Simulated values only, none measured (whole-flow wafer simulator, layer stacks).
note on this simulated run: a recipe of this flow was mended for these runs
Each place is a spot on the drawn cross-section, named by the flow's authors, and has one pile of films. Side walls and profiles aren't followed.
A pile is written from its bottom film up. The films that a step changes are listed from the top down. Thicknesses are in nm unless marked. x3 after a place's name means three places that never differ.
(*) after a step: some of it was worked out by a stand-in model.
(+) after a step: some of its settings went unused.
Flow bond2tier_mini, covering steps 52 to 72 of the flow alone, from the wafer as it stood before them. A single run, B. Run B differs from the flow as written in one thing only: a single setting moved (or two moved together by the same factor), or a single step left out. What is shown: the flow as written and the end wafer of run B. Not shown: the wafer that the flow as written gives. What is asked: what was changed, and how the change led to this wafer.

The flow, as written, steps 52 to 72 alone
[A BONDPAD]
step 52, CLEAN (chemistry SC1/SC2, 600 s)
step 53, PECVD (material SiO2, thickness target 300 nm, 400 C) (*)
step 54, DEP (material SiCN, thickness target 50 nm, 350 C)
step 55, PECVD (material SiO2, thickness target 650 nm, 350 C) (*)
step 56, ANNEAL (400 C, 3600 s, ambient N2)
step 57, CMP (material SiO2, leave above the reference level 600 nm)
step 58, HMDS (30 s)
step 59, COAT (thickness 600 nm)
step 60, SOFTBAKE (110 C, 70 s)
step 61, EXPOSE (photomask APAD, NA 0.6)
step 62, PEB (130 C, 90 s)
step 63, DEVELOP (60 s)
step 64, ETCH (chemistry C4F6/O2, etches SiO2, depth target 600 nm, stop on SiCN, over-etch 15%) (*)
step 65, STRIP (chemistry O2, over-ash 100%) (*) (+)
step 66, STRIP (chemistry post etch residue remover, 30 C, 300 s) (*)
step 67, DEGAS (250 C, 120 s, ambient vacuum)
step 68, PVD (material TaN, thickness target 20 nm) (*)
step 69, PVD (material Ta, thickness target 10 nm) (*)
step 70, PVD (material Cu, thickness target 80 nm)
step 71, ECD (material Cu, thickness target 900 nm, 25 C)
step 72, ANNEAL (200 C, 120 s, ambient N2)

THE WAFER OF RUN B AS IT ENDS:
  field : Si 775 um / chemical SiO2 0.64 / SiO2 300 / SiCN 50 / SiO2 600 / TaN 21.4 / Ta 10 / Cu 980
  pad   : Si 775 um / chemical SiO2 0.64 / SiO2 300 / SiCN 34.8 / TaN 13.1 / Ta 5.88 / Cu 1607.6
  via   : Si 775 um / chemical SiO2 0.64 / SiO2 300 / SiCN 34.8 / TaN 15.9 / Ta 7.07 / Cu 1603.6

Cause: step 68, PVD: thickness target 21.4 nm was run, while the flow as written has thickness target 20 nm.
One can read it off the wafer: field has TaN 21.4, and step 68 as written asks for 20 nm.

The path from the change to this, step by step:
  step 68, PVD (material TaN, thickness target 20 nm) (*)
      field: TaN gains 21.4 (new film) (in the flow as written it would be: TaN gains 20 (new film))
      pad: TaN gains 13.1 (new film) (in the flow as written it would be: TaN gains 12.3 (new film))
      (and at 1 other place as well)
